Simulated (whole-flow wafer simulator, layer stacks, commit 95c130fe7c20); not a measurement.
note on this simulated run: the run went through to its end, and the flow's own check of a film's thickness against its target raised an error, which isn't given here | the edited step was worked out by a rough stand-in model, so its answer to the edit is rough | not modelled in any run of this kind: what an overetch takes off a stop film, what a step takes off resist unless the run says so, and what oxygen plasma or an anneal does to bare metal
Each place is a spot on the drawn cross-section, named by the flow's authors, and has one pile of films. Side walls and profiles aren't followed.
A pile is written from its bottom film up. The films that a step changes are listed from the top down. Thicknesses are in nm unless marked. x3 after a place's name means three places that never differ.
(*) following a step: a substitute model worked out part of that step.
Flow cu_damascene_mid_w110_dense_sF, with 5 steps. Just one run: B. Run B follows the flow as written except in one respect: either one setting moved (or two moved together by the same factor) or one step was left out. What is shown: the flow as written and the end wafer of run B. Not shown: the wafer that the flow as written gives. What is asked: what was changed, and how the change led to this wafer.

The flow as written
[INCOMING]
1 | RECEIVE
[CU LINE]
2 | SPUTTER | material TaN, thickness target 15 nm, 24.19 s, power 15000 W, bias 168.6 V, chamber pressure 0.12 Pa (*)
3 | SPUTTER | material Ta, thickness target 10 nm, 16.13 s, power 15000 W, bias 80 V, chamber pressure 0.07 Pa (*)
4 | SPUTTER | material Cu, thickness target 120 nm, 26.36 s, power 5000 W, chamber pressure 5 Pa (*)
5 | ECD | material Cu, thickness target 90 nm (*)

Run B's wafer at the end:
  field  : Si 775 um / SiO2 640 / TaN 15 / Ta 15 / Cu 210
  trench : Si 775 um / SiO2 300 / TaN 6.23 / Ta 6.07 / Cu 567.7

The reason: step 3, SPUTTER: 24.2 s was run, though the flow has 16.13 s.

Step by step, how the change led to this:
  3 | SPUTTER | material Ta, thickness target 10 nm, 16.13 s, power 15000 W, bias 80 V, chamber pressure 0.07 Pa (*)
      field: +15 Ta (new film) (in the flow as written it would be: +10 Ta (new film))
      trench: +6.07 Ta (new film) (in the flow as written it would be: +4.05 Ta (new film))
